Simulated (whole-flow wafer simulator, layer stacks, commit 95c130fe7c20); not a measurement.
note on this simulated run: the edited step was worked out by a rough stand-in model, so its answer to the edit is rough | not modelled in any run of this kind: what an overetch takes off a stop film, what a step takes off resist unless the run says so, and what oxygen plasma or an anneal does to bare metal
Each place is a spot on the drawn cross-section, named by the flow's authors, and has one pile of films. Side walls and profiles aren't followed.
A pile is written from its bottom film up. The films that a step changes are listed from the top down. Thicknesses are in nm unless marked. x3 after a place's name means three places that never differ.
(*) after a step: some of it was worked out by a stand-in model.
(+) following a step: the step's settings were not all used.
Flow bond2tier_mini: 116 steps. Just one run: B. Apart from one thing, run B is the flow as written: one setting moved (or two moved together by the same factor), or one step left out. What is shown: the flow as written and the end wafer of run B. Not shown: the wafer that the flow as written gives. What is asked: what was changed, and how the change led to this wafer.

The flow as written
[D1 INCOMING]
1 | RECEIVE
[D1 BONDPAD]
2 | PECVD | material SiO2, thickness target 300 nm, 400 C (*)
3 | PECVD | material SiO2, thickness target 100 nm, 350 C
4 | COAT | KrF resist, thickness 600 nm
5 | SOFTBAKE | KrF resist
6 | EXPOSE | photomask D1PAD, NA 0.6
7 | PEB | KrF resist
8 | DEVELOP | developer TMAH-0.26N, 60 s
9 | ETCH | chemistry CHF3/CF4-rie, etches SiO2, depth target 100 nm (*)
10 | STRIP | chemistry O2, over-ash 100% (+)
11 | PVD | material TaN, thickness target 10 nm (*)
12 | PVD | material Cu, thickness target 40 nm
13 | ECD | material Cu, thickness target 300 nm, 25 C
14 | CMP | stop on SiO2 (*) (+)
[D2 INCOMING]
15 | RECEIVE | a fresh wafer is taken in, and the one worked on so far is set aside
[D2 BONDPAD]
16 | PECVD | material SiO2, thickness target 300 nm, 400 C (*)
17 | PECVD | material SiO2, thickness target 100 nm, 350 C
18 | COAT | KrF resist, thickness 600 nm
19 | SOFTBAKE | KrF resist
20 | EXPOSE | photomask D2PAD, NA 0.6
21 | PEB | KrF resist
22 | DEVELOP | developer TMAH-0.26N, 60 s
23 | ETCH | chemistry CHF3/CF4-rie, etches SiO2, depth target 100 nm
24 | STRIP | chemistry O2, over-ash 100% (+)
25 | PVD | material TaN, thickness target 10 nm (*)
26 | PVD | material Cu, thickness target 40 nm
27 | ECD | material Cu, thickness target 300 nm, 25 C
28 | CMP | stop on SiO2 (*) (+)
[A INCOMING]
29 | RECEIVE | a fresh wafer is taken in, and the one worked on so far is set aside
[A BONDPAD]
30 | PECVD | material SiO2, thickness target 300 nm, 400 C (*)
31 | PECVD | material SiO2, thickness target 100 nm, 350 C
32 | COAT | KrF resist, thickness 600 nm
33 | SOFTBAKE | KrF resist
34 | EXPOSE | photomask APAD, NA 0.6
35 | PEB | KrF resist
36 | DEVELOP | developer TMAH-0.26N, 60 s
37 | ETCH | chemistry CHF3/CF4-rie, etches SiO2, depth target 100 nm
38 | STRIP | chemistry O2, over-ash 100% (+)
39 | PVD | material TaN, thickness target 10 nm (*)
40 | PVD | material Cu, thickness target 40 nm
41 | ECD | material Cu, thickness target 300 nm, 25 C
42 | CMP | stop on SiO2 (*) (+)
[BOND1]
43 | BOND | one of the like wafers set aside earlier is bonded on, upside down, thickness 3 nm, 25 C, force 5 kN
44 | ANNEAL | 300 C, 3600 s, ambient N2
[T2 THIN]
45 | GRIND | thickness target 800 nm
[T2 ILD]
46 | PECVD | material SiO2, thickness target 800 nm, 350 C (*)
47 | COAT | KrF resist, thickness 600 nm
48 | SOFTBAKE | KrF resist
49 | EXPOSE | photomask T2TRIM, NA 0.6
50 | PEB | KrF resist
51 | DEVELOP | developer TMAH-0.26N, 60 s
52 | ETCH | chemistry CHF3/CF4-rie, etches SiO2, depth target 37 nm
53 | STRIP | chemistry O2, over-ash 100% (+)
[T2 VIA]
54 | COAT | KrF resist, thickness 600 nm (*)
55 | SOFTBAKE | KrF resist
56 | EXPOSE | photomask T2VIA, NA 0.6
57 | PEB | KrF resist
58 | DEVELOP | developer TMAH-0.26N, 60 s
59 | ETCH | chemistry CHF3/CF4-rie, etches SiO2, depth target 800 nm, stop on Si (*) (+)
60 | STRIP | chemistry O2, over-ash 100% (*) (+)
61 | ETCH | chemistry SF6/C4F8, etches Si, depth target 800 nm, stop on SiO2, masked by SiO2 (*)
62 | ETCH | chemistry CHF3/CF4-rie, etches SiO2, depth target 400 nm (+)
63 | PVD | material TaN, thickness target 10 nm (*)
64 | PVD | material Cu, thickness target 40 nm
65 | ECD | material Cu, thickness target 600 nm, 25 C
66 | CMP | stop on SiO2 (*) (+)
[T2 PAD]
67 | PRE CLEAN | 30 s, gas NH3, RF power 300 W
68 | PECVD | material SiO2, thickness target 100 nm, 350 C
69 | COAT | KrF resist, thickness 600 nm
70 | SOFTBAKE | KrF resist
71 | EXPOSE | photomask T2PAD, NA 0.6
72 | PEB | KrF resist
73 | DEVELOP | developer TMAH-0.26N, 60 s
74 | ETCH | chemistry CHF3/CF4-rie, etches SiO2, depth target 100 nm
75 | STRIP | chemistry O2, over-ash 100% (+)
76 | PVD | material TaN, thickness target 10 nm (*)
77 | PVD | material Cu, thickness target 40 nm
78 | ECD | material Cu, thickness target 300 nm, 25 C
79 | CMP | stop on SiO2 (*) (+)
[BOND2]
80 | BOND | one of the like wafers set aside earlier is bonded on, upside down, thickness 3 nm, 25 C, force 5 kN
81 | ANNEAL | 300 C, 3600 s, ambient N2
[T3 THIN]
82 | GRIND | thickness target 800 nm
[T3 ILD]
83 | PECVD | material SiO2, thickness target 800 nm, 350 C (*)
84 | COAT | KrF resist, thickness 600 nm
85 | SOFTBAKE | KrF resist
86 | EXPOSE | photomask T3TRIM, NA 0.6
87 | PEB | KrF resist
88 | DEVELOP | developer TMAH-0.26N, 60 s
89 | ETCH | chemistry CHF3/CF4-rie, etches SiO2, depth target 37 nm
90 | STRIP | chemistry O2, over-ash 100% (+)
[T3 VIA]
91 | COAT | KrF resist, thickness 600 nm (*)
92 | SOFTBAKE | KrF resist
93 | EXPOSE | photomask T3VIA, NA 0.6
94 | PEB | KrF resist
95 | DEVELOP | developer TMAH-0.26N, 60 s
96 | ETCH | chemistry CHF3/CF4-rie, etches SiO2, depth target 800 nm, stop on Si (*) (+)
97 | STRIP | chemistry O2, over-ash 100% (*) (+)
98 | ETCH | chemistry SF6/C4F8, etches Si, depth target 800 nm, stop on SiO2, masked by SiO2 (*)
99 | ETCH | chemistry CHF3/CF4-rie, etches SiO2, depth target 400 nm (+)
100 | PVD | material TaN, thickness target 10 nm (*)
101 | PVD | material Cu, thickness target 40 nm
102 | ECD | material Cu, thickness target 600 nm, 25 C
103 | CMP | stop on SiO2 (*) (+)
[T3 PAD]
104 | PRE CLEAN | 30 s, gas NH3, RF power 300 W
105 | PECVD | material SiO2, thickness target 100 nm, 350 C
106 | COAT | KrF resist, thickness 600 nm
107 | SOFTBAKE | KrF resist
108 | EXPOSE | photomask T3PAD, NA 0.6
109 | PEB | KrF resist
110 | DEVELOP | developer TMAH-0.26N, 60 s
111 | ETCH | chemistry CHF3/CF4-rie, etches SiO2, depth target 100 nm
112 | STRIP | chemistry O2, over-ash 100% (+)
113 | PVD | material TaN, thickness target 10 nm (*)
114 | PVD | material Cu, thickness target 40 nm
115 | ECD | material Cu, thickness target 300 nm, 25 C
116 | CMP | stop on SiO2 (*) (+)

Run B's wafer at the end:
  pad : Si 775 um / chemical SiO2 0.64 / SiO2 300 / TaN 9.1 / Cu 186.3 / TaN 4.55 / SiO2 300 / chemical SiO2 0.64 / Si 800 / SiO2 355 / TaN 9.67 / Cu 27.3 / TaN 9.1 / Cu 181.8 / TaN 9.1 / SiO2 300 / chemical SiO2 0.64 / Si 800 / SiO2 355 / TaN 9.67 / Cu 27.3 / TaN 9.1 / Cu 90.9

Cause: step 11, PVD: thickness target 5 nm was run, whereas the flow has thickness target 10 nm.

How this came from the change, step by step:
  11 | PVD | material TaN, thickness target 10 nm (*)
      field: +5 TaN (new film) (it would be, as written: +10 TaN (new film))
      pad: +4.55 TaN (new film) (it would be, as written: +9.1 TaN (new film))
      (as well as at 1 more place)
  14 | CMP | stop on SiO2 (*) (+)
      field: -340 Cu (all of it), -5 TaN (all of it) (it would be, as written: -340 Cu (all of it), -10 TaN (all of it))
  43 | BOND | one of the like wafers set aside earlier is bonded on, upside down, thickness 3 nm, 25 C, force 5 kN
      pad: +775 um Si (new film), +0.64 chemical SiO2 (new film), +300 SiO2 (new film), +4.55 TaN (new film), +95.4 Cu (it would be, as written: +775 um Si (new film), +0.64 chemical SiO2 (new film), +300 SiO2 (new film), +9.1 TaN (new film), +90.9 Cu)
      via: +775 um Si (new film), +0.64 chemical SiO2 (new film), +300 SiO2 (new film), +4.99 TaN (new film), +95 Cu (it would be, as written: +775 um Si (new film), +0.64 chemical SiO2 (new film), +300 SiO2 (new film), +9.97 TaN (new film), +90 Cu)
